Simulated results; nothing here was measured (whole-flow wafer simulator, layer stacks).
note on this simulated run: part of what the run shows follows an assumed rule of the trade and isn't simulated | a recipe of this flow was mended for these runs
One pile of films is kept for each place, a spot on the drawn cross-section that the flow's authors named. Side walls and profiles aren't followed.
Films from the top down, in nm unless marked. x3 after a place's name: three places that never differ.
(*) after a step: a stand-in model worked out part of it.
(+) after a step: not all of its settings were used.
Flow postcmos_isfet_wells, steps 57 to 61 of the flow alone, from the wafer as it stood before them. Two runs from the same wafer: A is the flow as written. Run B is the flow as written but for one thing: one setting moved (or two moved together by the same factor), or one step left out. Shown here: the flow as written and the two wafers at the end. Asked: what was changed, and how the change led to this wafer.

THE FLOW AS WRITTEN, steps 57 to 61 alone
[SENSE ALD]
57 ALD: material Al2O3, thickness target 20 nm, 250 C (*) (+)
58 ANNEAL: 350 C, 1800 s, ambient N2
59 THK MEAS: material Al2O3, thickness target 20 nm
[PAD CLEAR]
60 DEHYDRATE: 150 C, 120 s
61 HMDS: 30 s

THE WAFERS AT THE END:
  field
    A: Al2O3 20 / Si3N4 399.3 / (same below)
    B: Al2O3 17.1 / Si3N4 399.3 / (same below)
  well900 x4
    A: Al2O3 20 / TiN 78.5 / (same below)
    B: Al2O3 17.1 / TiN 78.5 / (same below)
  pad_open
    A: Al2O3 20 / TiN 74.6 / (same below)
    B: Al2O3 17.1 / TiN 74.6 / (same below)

The cause: step 57, ALD: thickness target 17.1 nm was run, where the flow has thickness target 20 nm.
It can be read off the wafer: field has Al2O3 17.1, and step 57 as written asks for 20 nm.

How the change led to this, step by step:
  57 ALD: material Al2O3, thickness target 20 nm, 250 C (*) (+)
      field, margin x3, well900 x4, pad_open: A Al2O3 +20 (new film) | B Al2O3 +17.1 (new film)
